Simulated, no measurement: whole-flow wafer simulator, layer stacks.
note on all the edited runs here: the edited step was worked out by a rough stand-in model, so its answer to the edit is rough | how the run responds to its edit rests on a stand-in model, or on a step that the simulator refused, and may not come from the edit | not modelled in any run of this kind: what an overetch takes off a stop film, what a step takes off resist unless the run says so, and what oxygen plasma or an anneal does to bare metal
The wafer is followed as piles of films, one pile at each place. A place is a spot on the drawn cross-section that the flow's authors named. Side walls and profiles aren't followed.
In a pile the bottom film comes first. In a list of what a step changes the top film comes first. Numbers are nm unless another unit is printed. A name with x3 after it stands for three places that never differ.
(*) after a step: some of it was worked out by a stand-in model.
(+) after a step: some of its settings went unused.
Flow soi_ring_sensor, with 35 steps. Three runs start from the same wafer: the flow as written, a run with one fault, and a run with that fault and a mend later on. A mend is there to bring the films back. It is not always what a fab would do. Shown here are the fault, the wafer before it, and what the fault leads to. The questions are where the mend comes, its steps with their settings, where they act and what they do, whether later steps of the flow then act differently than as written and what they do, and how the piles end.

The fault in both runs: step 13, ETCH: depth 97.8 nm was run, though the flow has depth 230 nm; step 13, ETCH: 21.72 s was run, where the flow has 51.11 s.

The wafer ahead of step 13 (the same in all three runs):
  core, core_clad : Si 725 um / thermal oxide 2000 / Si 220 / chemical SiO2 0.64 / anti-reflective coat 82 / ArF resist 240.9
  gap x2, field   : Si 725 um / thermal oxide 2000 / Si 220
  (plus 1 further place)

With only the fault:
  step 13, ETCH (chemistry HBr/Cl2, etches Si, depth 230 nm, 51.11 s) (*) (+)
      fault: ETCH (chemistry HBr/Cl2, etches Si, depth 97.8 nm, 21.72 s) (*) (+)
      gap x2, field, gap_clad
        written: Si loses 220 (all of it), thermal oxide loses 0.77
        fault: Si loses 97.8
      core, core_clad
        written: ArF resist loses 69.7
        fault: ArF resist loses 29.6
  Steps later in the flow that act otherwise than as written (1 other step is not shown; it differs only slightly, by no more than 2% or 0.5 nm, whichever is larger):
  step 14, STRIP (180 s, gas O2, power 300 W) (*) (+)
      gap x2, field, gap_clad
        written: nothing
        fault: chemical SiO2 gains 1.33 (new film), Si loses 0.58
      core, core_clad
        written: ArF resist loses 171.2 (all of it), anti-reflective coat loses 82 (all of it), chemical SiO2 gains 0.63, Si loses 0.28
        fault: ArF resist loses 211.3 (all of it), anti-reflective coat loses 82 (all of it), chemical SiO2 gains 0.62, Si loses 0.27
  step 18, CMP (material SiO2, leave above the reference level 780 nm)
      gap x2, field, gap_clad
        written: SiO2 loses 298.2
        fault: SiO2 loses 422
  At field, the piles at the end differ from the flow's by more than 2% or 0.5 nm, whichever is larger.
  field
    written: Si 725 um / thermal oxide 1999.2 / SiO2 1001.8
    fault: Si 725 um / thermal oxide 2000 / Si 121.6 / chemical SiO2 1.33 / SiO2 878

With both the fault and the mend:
  After step 13 comes the mend.
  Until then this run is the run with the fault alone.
  step 13a, ETCH (chemistry HBr/Cl2, etches Si, depth 132.2 nm, 29.38 s) (*) (+) (the flow's step 13, run once more with other settings)
      gap x2, field, gap_clad
        Si loses 122.2 (all of it), thermal oxide loses 0.77
      core, core_clad
        ArF resist loses 40.1
  None of the later steps of the flow acts differently than as written at any place that is followed.
  At every place that both follow, the piles at the end match the flow's.
